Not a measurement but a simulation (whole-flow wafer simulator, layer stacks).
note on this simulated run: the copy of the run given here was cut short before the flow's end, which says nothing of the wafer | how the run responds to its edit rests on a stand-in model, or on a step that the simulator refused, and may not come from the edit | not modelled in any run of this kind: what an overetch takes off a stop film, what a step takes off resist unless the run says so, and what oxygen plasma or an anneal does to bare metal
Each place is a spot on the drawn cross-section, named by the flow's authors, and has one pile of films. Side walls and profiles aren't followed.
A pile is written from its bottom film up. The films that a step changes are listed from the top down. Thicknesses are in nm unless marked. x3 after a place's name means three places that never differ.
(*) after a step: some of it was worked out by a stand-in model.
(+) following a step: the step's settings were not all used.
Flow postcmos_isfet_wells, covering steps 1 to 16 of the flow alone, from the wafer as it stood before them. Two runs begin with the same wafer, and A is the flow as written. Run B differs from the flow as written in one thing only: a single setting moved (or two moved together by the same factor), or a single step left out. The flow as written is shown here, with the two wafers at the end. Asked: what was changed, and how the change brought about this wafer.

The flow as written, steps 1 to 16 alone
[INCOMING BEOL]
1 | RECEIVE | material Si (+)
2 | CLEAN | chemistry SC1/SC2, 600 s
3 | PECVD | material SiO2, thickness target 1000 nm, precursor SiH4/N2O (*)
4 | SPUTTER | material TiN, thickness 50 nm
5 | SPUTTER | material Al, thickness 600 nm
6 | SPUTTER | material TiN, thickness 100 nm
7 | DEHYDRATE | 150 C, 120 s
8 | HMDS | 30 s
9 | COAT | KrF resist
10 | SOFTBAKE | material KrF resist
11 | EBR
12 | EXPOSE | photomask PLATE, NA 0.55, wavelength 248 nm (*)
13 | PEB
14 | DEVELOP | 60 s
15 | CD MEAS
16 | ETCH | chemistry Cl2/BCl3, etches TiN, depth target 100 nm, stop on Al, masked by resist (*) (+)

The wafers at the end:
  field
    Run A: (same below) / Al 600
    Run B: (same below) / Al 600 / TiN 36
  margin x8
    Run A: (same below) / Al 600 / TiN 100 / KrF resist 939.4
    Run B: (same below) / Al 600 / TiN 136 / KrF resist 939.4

What caused this: step 6, SPUTTER: thickness 136 nm was run, though the flow has thickness 100 nm.
The wafer lets one read it off: margin x8 has TiN 136, and step 6 as written asks for 100 nm.

How this came from the change, step by step:
  6 | SPUTTER | material TiN, thickness 100 nm
      field, margin x8: A +100 TiN (new film) | B +136 TiN (new film)
  16 | ETCH | chemistry Cl2/BCl3, etches TiN, depth target 100 nm, stop on Al, masked by resist (*) (+)
      field: A -100 TiN (all of it) | B -100 TiN
